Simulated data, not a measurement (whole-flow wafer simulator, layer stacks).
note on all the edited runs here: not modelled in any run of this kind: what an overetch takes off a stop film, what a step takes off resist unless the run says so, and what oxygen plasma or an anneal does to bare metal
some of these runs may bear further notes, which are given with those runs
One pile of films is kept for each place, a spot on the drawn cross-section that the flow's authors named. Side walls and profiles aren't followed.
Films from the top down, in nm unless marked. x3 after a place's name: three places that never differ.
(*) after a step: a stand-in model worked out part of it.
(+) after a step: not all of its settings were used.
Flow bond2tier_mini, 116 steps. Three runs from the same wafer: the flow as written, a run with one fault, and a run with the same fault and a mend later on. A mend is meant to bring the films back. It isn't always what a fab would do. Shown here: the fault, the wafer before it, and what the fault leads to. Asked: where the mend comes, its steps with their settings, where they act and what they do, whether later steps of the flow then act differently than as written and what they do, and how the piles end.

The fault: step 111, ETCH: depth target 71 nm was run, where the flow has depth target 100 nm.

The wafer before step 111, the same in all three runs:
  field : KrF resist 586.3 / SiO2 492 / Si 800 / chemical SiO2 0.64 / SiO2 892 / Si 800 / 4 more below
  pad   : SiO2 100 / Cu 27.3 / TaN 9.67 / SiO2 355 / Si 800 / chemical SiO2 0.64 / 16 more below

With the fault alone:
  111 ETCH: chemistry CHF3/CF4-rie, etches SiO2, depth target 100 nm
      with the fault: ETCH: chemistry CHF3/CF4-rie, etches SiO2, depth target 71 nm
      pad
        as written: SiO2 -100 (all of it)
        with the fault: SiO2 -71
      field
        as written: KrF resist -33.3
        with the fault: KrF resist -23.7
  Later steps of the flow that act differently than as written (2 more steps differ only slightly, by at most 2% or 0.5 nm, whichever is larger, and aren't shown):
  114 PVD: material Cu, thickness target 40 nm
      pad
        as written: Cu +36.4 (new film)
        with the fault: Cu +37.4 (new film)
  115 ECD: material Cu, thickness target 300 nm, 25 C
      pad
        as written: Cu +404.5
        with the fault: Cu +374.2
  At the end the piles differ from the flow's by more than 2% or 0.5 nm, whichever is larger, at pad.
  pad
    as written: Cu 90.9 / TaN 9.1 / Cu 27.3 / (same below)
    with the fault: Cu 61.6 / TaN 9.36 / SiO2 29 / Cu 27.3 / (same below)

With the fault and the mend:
  The mend comes after step 112.
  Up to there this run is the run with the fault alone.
  112a COAT: KrF resist, thickness 600 nm (*) (the flow's step 106 once more)
      field
        KrF resist +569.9 (new film)
      pad
        KrF resist +631.4 (new film)
  112b SOFTBAKE: KrF resist (the flow's step 107 once more)
      changes no film at any place that is followed
  112c EXPOSE: photomask T3PAD, NA 0.6 (the flow's step 108 once more)
      changes no film at any place that is followed
  112d PEB: KrF resist (the flow's step 109 once more)
      changes no film at any place that is followed
  112e DEVELOP: developer TMAH-0.26N, 60 s (the flow's step 110 once more)
      field
        KrF resist -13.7
      pad
        KrF resist -631.4 (all of it)
  112f ETCH: chemistry CHF3/CF4-rie, etches SiO2, depth target 29 nm (the flow's step 111 once more, with other settings)
      field
        KrF resist -9.67
      pad
        SiO2 -29 (all of it)
  112g STRIP: chemistry O2, over-ash 100% (+) (the flow's step 112 once more)
      field
        KrF resist -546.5 (all of it)
  No later step of the flow acts differently than as written at any place that is followed.
  At the end the piles are the same as the flow's at every place that both follow.
